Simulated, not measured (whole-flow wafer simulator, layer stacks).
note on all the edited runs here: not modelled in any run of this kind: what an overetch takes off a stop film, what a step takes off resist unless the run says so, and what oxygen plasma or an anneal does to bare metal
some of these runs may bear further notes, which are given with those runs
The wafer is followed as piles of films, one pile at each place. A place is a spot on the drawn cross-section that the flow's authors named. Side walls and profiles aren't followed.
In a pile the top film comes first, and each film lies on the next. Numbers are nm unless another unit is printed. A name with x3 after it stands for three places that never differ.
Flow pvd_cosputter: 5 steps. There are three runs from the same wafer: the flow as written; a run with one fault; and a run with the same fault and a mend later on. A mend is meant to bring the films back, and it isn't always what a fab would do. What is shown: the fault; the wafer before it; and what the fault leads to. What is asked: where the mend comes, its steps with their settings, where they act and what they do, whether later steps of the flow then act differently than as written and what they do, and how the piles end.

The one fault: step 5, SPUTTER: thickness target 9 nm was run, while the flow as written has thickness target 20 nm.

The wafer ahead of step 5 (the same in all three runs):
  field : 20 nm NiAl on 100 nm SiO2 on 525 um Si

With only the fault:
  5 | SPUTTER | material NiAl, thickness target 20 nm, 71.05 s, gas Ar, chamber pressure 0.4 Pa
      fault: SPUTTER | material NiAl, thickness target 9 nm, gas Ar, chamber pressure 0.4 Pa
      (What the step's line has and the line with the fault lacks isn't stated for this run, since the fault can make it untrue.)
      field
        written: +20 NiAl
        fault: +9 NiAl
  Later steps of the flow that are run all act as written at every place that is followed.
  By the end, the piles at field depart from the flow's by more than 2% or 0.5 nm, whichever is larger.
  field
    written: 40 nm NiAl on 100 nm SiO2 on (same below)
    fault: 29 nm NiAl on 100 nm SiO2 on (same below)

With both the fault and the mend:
  The mend follows step 5.
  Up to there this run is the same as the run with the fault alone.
  5a | SPUTTER | material NiAl, thickness target 11 nm, gas Ar, chamber pressure 0.4 Pa (the flow's step 5, run once more with other settings)
      field
        +11 NiAl
  Later steps of the flow that are run all act as written at every place that is followed.
  The piles end the same as the flow's at every place that both follow.
